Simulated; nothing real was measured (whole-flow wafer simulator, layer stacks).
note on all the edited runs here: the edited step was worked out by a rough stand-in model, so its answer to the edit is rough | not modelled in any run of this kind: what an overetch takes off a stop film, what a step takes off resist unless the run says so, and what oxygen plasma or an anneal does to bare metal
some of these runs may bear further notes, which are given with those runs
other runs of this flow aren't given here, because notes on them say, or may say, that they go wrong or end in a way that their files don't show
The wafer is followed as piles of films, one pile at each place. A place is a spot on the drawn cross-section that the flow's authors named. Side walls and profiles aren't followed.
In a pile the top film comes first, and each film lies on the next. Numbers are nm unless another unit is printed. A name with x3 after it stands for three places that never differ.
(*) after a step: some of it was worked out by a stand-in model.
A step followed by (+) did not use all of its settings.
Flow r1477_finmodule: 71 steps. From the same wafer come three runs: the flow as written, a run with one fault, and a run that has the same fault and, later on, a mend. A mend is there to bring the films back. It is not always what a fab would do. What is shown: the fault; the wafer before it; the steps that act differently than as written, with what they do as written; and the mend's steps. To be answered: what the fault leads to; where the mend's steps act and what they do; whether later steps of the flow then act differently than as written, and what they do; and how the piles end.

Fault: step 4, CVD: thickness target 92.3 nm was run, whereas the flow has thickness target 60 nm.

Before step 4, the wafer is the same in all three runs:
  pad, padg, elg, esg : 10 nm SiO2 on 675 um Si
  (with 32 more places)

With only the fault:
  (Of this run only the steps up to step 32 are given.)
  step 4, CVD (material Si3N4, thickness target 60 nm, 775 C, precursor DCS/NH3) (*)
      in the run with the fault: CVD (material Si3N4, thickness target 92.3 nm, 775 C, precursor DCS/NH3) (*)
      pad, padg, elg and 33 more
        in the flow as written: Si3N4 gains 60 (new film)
        in the run with the fault: Si3N4 gains 92.3 (new film)
  Steps further on in the flow that do not act as written:
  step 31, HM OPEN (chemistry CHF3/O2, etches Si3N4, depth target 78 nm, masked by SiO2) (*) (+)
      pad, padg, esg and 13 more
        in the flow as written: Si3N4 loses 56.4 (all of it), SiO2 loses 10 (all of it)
        in the run with the fault: Si3N4 loses 78
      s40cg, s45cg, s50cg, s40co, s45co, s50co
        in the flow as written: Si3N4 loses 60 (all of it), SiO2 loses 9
        in the run with the fault: Si3N4 loses 78
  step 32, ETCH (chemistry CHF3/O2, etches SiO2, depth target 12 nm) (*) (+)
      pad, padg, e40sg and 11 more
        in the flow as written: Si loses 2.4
        in the run with the fault: Si3N4 loses 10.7 (all of it), SiO2 loses 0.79
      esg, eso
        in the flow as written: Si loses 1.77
        in the run with the fault: Si3N4 loses 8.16
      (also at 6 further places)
  Once step 32 is done, the piles at pad, padg, elg and 33 more depart from the flow's by more than 2% or 0.5 nm, whichever is larger.
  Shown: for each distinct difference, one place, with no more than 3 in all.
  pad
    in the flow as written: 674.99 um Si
    in the run with the fault: 9.21 nm SiO2 on 675 um Si
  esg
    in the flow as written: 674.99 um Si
    in the run with the fault: 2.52 nm Si3N4 on 10 nm SiO2 on 675 um Si
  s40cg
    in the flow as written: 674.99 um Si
    in the run with the fault: 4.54 nm Si3N4 on 10 nm SiO2 on 675 um Si

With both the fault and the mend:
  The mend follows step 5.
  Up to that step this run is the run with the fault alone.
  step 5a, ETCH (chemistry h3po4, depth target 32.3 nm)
      pad, padg, elg and 33 more
        Si3N4 loses 32.3
  None of the later steps of the flow acts differently than as written at any place that is followed.
  The piles end the same as the flow's at every place that both follow.
